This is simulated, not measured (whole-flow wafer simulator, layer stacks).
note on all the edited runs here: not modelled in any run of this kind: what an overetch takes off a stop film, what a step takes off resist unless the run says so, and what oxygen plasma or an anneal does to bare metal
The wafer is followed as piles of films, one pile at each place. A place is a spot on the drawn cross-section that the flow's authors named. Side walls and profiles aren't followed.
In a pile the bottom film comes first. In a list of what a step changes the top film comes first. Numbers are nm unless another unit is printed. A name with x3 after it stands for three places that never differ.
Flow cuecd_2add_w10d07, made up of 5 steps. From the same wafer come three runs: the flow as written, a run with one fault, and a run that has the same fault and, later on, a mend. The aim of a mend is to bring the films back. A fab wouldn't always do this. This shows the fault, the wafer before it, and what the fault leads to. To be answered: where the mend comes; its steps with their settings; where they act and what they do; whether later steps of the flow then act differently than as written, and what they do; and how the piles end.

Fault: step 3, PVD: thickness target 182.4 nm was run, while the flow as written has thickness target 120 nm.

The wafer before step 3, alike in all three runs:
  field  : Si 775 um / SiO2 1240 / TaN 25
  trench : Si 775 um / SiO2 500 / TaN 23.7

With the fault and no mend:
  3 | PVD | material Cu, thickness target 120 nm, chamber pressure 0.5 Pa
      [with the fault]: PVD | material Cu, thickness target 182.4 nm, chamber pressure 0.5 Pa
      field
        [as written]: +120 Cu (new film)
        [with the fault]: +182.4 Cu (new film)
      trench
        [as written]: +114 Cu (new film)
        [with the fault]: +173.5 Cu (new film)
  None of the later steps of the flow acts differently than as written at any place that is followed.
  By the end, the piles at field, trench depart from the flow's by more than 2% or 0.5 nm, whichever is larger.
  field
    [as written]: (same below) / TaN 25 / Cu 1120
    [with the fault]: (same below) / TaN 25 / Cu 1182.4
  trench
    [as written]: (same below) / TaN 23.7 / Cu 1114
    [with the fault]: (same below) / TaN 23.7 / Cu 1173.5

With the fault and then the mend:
  After step 3 comes the mend.
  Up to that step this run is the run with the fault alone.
  3a | ETCH | chemistry cu recess dil, depth target 60.43 nm
      field, trench
        -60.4 Cu
  None of the later steps of the flow acts differently than as written at any place that is followed.
  When the end is reached, the piles differ only a little from the flow's at the places that both follow, at most by 2% or 0.5 nm, whichever is larger.
